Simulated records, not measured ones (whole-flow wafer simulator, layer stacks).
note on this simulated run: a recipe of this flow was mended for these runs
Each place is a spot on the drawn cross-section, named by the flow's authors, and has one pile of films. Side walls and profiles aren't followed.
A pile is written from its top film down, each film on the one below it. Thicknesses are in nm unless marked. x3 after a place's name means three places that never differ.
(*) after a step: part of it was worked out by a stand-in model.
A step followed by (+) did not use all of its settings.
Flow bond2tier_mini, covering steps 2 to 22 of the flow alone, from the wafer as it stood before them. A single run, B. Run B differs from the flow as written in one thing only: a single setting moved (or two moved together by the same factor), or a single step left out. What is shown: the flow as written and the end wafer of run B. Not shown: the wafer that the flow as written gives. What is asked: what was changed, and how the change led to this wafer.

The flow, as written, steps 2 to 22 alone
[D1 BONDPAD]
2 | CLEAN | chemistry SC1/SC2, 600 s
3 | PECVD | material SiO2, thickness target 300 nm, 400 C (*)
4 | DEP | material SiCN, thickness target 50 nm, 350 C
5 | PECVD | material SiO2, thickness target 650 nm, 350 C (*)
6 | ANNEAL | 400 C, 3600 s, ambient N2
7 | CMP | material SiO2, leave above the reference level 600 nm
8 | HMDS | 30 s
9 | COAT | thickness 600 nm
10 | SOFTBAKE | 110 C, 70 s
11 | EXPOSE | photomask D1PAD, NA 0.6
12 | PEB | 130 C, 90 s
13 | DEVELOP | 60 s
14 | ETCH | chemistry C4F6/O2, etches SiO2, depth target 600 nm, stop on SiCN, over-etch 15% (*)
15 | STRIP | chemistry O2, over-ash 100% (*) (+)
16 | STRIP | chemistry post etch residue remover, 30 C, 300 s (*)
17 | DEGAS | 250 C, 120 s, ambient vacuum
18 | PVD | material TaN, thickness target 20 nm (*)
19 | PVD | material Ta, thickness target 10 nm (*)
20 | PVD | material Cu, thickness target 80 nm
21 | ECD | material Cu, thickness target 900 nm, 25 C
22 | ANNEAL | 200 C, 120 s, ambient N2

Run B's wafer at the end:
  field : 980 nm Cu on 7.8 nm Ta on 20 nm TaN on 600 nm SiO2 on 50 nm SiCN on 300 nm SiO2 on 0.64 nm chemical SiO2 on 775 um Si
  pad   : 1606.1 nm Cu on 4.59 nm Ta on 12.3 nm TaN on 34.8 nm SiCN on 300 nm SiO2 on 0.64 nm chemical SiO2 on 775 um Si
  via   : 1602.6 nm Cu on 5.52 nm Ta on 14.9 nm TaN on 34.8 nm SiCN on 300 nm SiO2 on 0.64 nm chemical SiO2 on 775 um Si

The reason: step 19, PVD: thickness target 7.8 nm was run, though the flow has thickness target 10 nm.
The wafer itself shows it: field has Ta 7.8, and step 19 as written asks for 10 nm.

The path from the change to this, step by step:
  19 | PVD | material Ta, thickness target 10 nm (*)
      field: +7.8 Ta (new film) (as written it would have been: +10 Ta (new film))
      pad: +4.59 Ta (new film) (as written it would have been: +5.88 Ta (new film))
      (and at 1 other place as well)
